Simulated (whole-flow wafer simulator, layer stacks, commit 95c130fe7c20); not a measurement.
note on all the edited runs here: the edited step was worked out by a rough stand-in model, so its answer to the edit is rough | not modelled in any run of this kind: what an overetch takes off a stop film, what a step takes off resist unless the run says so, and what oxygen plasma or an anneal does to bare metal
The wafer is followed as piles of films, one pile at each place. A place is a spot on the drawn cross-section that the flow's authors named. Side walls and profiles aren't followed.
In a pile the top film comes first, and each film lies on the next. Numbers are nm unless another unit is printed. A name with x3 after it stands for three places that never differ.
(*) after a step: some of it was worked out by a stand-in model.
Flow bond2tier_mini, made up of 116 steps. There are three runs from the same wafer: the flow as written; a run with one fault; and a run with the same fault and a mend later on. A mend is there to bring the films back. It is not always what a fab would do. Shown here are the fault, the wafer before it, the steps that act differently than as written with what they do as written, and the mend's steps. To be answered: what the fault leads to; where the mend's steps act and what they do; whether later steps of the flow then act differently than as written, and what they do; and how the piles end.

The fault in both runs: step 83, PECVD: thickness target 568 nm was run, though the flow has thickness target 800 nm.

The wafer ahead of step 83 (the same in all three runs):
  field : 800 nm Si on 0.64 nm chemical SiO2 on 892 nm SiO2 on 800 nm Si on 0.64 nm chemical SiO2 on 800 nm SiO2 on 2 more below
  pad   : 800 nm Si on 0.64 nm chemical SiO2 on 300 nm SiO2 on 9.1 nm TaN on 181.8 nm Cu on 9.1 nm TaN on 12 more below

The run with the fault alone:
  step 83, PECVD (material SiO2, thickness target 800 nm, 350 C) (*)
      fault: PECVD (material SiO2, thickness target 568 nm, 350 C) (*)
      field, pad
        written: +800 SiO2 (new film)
        fault: +568 SiO2 (new film)
  Every later step of the flow that is run acts as written, at every place that is followed, to within 2% or 0.5 nm, whichever is larger.
  The piles end different from the flow's at field, pad by more than 2% or 0.5 nm, whichever is larger.
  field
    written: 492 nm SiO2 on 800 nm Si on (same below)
    fault: 260 nm SiO2 on 800 nm Si on (same below)
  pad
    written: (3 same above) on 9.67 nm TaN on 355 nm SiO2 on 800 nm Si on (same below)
    fault: (3 same above) on 9.67 nm TaN on 123 nm SiO2 on 800 nm Si on (same below)

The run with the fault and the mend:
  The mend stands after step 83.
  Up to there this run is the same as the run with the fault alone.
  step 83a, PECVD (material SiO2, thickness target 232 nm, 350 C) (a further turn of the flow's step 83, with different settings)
      field, pad
        +232 SiO2
  Every later step of the flow that is run acts as written at every place that is followed.
  At every place that both follow, the piles at the end match the flow's.
